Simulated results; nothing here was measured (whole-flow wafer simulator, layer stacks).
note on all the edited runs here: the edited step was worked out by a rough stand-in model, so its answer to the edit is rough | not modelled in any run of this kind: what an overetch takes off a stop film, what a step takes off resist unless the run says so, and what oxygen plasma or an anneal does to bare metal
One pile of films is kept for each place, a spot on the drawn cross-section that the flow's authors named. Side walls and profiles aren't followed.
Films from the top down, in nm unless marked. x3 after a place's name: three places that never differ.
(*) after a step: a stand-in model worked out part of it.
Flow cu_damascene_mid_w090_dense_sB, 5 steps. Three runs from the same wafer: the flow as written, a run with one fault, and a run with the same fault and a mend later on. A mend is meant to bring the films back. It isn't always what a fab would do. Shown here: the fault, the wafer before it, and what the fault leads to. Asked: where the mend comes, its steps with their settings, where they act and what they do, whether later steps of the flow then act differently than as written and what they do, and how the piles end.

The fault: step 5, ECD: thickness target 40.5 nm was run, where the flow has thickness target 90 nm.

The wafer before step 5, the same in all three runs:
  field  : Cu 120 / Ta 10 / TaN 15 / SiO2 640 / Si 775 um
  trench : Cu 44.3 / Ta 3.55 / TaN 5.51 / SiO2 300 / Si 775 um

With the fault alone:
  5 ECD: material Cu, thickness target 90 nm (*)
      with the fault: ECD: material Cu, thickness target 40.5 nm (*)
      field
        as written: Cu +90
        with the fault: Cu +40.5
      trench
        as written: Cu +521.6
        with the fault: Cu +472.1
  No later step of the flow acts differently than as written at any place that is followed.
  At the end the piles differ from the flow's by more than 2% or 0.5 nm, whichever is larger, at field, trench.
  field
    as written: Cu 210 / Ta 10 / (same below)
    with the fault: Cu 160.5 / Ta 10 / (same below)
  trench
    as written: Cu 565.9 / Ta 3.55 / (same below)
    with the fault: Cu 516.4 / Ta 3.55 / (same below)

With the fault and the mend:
  The mend comes after step 5.
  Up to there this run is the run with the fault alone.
  5a ECD: material Cu, thickness target 49.5 nm (the flow's step 5 once more, with other settings)
      field, trench
        Cu +49.5
  No later step of the flow acts differently than as written at any place that is followed.
  At the end the piles are the same as the flow's at every place that both follow.
